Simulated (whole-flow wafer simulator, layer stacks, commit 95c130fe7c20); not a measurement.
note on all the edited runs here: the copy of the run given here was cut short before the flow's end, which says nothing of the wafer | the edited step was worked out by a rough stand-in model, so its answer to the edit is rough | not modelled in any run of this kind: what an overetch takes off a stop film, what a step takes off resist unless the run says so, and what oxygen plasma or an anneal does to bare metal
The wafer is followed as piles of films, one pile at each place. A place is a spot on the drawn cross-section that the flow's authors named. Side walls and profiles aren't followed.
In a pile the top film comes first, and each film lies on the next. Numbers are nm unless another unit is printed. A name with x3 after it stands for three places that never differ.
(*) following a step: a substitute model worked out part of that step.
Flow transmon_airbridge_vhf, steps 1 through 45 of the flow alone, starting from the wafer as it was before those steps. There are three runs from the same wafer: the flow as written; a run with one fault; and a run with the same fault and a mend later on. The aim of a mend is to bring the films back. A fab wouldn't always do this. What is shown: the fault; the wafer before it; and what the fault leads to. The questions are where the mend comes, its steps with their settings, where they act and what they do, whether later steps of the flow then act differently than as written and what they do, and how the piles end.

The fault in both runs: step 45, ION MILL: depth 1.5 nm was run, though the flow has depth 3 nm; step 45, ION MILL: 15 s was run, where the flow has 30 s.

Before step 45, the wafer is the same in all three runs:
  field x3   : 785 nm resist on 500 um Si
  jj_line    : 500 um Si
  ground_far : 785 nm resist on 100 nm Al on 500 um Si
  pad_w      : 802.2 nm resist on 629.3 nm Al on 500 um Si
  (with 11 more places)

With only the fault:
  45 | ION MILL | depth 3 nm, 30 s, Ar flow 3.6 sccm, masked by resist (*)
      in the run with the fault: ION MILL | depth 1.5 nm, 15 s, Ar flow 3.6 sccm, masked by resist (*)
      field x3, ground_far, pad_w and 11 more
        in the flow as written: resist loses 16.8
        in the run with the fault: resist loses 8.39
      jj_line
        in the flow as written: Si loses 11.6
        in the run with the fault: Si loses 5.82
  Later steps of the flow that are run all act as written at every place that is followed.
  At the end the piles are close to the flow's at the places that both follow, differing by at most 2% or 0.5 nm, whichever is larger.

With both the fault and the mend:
  The mend follows step 45.
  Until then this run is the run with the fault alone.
  45a | ION MILL | depth 1.5 nm, 15 s, Ar flow 3.6 sccm, masked by resist (*) (the flow's step 45, run once more with other settings)
      field x3, ground_far, pad_w and 11 more
        resist loses 8.39
      jj_line
        Si loses 5.82
  Later steps of the flow that are run all act as written at every place that is followed.
  At every place that both follow, the piles at the end match the flow's.
